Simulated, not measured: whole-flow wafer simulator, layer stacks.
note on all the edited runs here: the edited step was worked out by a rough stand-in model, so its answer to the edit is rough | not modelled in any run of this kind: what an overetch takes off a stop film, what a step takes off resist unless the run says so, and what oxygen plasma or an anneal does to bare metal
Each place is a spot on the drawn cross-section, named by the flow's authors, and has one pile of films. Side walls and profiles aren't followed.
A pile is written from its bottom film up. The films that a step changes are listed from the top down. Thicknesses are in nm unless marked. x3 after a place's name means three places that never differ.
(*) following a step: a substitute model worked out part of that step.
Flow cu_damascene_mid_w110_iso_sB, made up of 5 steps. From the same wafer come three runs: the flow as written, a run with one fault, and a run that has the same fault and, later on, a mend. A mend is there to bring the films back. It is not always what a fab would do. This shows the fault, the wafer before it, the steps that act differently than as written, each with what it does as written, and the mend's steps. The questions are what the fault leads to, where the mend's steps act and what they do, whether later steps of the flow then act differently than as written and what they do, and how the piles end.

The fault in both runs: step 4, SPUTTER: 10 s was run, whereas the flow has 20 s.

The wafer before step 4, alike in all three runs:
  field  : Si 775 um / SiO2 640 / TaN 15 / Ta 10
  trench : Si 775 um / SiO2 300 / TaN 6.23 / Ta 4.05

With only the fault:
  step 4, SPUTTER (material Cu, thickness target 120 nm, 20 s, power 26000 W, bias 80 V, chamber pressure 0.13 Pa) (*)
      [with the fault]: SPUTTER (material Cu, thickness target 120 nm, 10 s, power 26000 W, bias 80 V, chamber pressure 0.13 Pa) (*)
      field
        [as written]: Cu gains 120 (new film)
        [with the fault]: Cu gains 60 (new film)
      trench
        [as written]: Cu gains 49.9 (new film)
        [with the fault]: Cu gains 25 (new film)
  Steps further on in the flow that do not act as written:
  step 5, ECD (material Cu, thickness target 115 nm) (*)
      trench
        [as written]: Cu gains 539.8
        [with the fault]: Cu gains 504.8
  The piles end different from the flow's at field, trench by more than 2% or 0.5 nm, whichever is larger.
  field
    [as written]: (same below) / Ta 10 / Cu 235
    [with the fault]: (same below) / Ta 10 / Cu 175
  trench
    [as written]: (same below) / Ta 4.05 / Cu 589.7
    [with the fault]: (same below) / Ta 4.05 / Cu 529.7

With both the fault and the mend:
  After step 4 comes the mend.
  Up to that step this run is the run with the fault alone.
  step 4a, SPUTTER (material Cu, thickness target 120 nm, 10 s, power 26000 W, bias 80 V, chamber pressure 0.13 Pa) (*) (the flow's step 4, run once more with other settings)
      field
        Cu gains 60
      trench
        Cu gains 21
  None of the later steps of the flow differs from how it acts as written, at any place that is followed, by more than 2% or 0.5 nm, whichever is larger.
  By the end, the piles equal the flow's at every place that both follow.
